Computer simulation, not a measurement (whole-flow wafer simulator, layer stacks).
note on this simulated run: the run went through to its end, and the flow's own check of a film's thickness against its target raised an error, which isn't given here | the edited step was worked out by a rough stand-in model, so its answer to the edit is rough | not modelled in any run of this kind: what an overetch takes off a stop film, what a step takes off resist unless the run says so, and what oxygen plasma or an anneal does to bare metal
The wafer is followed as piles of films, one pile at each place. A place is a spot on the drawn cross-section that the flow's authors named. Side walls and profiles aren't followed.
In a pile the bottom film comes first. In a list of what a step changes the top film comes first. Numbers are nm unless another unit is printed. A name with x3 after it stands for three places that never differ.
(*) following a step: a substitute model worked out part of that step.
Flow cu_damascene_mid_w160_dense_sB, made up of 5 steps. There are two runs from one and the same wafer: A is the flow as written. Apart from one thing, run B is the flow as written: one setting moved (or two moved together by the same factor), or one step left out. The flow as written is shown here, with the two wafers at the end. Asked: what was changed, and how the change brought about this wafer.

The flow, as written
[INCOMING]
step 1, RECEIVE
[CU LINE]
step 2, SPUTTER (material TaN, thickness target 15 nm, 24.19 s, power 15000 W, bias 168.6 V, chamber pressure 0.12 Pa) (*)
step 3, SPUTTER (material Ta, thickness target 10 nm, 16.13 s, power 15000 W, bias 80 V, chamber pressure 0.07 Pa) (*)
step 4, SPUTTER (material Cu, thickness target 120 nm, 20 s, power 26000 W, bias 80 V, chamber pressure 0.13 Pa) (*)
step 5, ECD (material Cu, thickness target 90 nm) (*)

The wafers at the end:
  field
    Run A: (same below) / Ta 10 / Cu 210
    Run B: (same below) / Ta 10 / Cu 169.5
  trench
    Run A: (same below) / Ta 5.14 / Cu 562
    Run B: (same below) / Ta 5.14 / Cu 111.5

Cause: step 5, ECD: thickness target 49.5 nm was run, whereas the flow has thickness target 90 nm.

The path from the change to this, step by step:
  step 5, ECD (material Cu, thickness target 90 nm) (*)
      field: A Cu gains 90 | B Cu gains 49.5
      trench: A Cu gains 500 | B Cu gains 49.5
